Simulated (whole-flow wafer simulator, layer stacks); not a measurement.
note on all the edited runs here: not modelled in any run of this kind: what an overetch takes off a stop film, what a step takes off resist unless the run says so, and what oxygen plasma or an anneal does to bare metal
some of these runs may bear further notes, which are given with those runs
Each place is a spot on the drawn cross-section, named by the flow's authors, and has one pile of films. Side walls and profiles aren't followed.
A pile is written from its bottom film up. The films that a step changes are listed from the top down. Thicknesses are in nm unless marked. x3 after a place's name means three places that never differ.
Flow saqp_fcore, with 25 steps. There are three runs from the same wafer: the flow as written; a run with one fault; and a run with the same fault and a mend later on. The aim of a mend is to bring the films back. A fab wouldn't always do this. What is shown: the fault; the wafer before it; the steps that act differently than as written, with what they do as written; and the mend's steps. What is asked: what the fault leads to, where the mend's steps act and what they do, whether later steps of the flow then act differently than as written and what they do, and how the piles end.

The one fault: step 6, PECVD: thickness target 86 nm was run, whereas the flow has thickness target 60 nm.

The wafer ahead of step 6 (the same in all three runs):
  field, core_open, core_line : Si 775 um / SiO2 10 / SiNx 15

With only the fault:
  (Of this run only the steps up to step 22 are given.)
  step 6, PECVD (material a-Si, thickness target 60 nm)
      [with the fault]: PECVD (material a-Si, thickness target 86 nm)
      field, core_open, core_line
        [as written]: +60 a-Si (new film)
        [with the fault]: +86 a-Si (new film)
  Later steps of the flow up to step 22 that are run all act as written at every place that is followed.
  The piles after step 22 differ from the flow's at field, core_open, core_line by more than 2% or 0.5 nm, whichever is larger.
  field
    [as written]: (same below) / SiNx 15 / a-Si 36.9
    [with the fault]: (same below) / SiNx 15 / a-Si 62.9
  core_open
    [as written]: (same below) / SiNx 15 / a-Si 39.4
    [with the fault]: (same below) / SiNx 15 / a-Si 65.4
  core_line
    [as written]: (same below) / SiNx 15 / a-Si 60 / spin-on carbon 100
    [with the fault]: (same below) / SiNx 15 / a-Si 86 / spin-on carbon 100

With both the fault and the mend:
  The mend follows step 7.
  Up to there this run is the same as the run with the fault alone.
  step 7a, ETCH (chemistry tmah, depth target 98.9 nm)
      field, core_open, core_line
        -86 a-Si (all of it)
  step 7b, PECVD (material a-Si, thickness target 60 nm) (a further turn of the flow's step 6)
      field, core_open, core_line
        +60 a-Si (new film)
  Later steps of the flow that are run all act as written at every place that is followed.
  By the end, the piles equal the flow's at every place that both follow.
